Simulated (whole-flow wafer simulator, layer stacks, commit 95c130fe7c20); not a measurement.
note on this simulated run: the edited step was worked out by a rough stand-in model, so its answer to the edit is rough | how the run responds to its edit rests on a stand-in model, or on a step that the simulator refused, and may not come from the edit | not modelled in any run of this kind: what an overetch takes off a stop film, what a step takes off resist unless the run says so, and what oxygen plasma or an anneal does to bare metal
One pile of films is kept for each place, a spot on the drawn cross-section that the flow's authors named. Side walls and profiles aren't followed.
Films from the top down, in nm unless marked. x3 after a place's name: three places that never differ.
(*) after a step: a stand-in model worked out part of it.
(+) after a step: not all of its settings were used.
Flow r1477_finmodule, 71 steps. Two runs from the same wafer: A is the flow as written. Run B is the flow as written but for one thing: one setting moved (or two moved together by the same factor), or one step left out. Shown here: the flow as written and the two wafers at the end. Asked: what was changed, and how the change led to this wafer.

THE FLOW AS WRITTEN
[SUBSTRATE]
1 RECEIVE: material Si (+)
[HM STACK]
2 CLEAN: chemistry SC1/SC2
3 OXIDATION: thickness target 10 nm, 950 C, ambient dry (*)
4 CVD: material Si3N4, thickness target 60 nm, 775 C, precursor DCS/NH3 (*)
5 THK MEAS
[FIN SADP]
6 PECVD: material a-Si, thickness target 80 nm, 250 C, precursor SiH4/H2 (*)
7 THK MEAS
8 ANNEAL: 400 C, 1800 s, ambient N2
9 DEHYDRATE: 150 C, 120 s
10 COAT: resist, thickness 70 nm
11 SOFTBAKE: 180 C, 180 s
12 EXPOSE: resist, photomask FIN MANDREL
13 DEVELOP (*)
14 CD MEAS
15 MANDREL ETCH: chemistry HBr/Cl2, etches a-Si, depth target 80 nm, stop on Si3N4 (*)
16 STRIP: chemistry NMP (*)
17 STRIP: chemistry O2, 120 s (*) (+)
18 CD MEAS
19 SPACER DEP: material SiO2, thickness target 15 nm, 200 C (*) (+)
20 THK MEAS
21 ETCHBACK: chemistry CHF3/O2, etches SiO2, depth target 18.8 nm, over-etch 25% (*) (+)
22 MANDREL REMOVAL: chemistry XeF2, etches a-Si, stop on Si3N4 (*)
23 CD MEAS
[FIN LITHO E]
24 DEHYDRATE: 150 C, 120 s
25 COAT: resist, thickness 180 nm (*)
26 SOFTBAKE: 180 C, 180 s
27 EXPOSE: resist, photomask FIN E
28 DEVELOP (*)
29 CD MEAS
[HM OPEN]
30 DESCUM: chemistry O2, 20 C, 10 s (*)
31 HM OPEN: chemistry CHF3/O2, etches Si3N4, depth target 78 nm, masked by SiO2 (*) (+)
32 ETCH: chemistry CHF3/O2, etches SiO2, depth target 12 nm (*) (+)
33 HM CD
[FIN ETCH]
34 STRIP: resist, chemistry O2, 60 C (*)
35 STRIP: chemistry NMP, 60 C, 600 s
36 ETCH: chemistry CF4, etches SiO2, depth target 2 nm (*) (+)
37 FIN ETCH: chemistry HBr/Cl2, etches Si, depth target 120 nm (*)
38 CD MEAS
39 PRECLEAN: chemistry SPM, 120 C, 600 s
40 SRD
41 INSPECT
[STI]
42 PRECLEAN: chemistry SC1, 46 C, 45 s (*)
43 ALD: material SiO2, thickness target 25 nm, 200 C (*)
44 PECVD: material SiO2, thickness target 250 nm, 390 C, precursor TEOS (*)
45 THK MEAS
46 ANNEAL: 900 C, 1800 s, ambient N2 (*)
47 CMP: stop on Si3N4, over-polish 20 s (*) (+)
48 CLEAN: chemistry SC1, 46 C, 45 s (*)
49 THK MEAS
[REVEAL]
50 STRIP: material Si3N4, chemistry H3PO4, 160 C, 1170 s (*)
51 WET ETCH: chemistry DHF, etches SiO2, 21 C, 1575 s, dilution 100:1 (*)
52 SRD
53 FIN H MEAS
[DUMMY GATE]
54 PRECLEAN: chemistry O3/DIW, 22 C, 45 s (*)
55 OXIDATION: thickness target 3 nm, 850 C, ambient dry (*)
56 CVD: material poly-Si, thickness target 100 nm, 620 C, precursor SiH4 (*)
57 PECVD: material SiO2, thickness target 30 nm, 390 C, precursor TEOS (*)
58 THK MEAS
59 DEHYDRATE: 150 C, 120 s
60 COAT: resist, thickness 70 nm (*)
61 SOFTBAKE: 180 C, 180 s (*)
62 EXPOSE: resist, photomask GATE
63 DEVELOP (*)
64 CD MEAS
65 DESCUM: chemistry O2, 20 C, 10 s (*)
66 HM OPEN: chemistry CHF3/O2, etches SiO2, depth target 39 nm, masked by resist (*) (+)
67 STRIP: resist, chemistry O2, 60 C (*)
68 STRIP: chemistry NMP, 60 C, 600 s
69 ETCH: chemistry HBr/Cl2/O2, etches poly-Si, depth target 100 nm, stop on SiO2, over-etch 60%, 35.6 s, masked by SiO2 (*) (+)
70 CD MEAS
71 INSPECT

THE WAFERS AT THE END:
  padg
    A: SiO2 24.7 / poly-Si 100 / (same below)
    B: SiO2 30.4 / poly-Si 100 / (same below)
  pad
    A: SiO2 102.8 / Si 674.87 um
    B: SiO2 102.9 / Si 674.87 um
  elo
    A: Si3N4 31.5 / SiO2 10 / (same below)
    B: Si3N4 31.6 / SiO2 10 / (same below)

The cause: step 57, PECVD: thickness target 35.7 nm was run, where the flow has thickness target 30 nm.

How the change led to this, step by step:
  57 PECVD: material SiO2, thickness target 30 nm, 390 C, precursor TEOS (*)
      pad, padg, elg and 33 more: A SiO2 +30 (new film) | B SiO2 +35.7 (new film)
  66 HM OPEN: chemistry CHF3/O2, etches SiO2, depth target 39 nm, masked by resist (*) (+)
      pad, elo, eso and 15 more: A SiO2 -30 (all of it), poly-Si -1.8 | B SiO2 -35.7 (all of it), poly-Si -0.66
